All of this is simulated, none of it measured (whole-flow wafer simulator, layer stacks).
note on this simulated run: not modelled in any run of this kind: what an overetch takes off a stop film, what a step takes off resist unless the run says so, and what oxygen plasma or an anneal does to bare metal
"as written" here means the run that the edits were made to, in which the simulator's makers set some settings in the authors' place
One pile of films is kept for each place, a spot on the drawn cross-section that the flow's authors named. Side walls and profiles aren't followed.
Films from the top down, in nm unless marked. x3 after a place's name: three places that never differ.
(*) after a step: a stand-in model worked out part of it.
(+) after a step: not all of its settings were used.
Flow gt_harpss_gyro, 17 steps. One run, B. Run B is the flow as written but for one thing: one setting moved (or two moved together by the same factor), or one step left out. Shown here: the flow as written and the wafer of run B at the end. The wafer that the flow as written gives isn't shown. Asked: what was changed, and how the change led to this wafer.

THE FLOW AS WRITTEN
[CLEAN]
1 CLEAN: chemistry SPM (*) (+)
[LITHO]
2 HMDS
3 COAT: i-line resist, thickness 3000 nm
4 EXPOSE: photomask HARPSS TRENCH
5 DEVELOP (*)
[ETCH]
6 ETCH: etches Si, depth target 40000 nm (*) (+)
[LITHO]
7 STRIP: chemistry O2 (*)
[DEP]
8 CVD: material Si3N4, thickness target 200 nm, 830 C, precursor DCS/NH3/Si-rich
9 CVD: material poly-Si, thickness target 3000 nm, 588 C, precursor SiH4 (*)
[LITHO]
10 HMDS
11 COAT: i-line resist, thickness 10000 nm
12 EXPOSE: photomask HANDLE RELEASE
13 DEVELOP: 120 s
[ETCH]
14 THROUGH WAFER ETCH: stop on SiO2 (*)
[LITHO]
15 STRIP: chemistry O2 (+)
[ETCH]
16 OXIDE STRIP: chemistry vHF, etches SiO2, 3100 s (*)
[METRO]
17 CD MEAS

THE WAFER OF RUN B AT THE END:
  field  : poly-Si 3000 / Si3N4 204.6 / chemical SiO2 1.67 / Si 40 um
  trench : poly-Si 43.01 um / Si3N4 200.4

The cause: step 8, CVD: thickness target 204.6 nm was run, where the flow has thickness target 200 nm.
It can be read off the wafer: field has Si3N4 204.6, and step 8 as written asks for 200 nm.

How the change led to this, step by step:
  8 CVD: material Si3N4, thickness target 200 nm, 830 C, precursor DCS/NH3/Si-rich
      field: Si3N4 +204.6 (new film) (as written it would be: Si3N4 +200 (new film))
      trench: Si3N4 +200.4 (new film) (as written it would be: Si3N4 +195.9 (new film))
